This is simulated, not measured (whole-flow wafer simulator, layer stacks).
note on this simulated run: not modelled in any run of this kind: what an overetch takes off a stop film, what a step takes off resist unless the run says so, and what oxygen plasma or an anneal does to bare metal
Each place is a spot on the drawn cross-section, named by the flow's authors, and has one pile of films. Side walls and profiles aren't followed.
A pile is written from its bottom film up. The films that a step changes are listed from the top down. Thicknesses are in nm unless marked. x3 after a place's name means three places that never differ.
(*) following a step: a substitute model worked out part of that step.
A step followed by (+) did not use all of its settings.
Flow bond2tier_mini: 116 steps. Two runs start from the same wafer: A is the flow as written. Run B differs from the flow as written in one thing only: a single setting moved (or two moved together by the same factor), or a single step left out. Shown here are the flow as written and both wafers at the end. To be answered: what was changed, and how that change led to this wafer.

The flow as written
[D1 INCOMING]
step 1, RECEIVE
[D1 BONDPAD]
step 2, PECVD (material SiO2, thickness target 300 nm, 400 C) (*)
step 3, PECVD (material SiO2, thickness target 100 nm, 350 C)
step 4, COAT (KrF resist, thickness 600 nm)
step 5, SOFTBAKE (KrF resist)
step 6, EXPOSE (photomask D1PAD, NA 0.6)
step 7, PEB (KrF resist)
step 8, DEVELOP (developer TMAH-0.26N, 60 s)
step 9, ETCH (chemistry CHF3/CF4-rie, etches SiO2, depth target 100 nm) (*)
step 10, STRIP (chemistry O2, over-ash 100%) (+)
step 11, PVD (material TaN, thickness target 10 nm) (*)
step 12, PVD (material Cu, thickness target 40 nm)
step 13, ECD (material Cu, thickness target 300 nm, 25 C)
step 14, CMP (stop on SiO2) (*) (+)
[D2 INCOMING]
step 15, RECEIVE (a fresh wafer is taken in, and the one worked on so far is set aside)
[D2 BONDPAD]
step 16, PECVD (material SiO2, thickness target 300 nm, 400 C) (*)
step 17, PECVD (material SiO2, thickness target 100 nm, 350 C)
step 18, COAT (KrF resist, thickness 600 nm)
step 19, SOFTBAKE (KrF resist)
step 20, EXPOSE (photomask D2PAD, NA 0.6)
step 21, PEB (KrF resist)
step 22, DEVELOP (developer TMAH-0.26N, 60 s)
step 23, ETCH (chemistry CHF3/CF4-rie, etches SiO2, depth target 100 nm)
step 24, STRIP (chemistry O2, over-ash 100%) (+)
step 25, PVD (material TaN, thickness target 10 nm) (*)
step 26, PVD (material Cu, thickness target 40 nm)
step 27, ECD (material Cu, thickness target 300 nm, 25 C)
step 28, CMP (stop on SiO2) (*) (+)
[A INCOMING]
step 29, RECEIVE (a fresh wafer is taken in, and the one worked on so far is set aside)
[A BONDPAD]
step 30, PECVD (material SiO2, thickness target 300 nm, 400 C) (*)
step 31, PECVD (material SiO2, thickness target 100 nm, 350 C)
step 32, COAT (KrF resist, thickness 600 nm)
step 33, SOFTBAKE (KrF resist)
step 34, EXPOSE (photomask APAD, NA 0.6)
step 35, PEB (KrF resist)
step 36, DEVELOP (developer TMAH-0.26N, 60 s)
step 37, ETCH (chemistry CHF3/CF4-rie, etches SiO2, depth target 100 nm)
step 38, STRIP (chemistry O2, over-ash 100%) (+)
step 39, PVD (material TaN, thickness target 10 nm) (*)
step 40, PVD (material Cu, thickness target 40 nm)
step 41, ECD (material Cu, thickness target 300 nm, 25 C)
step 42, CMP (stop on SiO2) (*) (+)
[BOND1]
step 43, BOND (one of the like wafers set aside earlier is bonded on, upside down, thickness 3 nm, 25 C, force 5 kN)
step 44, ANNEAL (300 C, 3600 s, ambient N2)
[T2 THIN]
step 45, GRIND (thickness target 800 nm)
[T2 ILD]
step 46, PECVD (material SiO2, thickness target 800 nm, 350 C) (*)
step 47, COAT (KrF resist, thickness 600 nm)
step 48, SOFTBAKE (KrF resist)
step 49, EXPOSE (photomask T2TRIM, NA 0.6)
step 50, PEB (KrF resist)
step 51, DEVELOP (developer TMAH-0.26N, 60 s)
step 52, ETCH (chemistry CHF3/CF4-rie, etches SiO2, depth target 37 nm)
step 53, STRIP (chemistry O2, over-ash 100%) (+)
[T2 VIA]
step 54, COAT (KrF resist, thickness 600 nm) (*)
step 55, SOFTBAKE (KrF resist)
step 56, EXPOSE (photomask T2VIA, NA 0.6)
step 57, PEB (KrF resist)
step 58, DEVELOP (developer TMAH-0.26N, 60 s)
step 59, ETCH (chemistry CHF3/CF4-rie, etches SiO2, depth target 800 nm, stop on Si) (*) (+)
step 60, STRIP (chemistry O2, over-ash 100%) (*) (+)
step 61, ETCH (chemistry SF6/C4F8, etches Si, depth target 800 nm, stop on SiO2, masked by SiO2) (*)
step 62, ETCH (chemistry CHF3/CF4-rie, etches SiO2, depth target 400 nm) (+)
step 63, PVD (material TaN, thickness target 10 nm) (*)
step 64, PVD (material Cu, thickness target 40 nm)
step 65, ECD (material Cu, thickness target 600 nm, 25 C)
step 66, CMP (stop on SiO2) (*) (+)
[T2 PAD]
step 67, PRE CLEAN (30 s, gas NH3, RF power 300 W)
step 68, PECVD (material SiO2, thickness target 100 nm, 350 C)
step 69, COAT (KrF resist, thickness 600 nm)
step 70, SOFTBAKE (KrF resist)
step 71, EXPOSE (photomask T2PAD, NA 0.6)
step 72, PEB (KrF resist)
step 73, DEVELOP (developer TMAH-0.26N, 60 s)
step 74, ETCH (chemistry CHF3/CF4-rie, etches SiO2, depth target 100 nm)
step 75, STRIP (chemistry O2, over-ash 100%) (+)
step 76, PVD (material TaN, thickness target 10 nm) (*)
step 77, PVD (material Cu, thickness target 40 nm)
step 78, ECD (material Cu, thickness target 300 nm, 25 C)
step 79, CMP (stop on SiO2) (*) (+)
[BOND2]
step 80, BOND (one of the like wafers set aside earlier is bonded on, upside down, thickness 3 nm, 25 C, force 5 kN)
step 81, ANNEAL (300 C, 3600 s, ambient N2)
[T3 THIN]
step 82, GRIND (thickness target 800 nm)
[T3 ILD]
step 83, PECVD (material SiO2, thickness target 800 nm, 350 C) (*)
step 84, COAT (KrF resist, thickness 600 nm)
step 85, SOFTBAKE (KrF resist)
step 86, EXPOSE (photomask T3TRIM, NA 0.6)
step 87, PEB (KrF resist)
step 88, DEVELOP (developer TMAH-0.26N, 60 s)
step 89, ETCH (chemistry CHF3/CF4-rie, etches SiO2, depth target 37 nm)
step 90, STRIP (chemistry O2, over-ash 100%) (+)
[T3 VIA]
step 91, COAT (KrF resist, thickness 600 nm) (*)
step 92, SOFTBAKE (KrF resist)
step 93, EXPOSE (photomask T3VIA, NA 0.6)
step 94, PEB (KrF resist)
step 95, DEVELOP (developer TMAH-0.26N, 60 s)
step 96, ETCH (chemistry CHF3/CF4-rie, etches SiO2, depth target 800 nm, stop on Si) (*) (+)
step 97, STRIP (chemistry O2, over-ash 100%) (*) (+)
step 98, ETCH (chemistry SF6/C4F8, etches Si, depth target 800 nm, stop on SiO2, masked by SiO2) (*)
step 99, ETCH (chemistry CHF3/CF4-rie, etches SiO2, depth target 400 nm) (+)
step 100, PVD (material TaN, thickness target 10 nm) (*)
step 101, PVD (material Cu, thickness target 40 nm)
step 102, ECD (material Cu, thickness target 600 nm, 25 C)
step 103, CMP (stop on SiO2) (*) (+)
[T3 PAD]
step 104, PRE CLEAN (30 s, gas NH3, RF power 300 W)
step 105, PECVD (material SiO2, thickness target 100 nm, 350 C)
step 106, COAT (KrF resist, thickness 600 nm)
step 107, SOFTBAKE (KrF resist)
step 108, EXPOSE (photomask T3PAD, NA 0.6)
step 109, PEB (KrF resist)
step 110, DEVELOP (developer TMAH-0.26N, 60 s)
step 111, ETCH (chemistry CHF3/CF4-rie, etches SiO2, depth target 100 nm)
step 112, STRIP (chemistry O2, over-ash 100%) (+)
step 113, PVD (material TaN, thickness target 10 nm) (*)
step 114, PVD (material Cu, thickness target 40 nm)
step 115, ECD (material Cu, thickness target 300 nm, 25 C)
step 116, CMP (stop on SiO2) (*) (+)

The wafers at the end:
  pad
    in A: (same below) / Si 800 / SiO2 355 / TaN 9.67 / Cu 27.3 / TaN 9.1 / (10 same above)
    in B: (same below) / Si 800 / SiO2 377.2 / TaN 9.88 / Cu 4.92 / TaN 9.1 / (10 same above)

What caused this: step 52, ETCH: depth target 14.8 nm was run, whereas the flow has depth target 37 nm.

How this came from the change, step by step:
  step 52, ETCH (chemistry CHF3/CF4-rie, etches SiO2, depth target 37 nm)
      pad, via: A -37 SiO2 | B -14.8 SiO2
      field: A -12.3 KrF resist | B -4.93 KrF resist
  step 59, ETCH (chemistry CHF3/CF4-rie, etches SiO2, depth target 800 nm, stop on Si) (*) (+)
      via: A -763 SiO2 (all of it) | B -785.2 SiO2 (all of it)
  step 60, STRIP (chemistry O2, over-ash 100%) (*) (+)
      field: A -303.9 KrF resist (all of it) | B -313.3 KrF resist (all of it)
      pad: A -336 KrF resist (all of it) | B -326.1 KrF resist (all of it)
  step 64, PVD (material Cu, thickness target 40 nm)
      pad: A +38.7 Cu (new film) | B +39.5 Cu (new film)
  step 65, ECD (material Cu, thickness target 600 nm, 25 C)
      pad: A +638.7 Cu | B +615.4 Cu
